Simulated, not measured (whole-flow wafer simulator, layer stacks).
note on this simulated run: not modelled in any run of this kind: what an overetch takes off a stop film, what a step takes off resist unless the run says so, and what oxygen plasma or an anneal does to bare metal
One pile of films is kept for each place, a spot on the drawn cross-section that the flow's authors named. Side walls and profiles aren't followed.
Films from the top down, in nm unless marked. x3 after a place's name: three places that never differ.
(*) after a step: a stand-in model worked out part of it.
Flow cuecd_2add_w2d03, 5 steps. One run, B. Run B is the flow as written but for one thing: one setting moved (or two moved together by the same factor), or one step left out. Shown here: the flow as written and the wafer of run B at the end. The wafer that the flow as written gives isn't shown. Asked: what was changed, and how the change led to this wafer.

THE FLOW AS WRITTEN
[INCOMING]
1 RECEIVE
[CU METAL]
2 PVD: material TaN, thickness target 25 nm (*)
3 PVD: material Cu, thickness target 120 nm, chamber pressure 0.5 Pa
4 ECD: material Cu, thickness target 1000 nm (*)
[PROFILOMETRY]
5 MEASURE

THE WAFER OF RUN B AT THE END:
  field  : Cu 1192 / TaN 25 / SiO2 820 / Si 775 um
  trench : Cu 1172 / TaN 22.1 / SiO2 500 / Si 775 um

The cause: step 3, PVD: thickness target 192 nm was run, where the flow has thickness target 120 nm.

How the change led to this, step by step:
  3 PVD: material Cu, thickness target 120 nm, chamber pressure 0.5 Pa
      field: Cu +192 (new film) (as written it would be: Cu +120 (new film))
      trench: Cu +172 (new film) (as written it would be: Cu +107.2 (new film))
